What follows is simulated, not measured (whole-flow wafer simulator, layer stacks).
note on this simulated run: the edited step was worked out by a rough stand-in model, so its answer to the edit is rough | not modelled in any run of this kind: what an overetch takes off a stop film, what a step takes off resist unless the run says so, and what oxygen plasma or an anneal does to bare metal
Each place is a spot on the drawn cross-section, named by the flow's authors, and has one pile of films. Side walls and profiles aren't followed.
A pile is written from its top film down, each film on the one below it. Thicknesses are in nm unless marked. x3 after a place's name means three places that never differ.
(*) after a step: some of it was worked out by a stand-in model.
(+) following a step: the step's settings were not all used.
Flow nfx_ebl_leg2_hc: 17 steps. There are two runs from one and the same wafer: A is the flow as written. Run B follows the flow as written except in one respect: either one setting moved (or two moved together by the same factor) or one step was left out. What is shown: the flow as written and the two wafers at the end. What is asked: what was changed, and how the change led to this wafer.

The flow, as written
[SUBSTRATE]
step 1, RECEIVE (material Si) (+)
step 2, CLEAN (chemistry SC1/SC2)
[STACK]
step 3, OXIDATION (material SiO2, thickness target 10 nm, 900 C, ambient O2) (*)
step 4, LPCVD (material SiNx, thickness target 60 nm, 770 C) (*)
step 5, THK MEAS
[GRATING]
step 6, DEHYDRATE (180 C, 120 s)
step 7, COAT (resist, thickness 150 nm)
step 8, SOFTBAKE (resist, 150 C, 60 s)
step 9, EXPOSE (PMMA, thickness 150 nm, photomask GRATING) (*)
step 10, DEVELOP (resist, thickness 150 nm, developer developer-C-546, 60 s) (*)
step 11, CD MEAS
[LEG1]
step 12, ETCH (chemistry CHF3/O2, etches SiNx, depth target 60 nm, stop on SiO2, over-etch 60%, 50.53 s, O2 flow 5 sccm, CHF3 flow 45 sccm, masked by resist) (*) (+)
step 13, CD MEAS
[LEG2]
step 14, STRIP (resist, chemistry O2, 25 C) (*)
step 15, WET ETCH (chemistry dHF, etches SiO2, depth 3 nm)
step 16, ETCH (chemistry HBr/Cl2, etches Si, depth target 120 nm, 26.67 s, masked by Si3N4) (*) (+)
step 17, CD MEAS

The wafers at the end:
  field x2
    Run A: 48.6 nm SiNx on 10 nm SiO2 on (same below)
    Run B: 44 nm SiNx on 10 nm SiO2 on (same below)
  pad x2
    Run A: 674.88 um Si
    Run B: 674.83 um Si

Cause: step 16, ETCH: depth target 168 nm was run, though the flow has depth target 120 nm; step 16, ETCH: 37.33 s was run, where the flow has 26.67 s.

How this came from the change, step by step:
  step 16, ETCH (chemistry HBr/Cl2, etches Si, depth target 120 nm, 26.67 s, masked by Si3N4) (*) (+)
      field x2: A SiNx loses 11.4 | B SiNx loses 16
      pad x2: A Si loses 120 | B Si loses 168
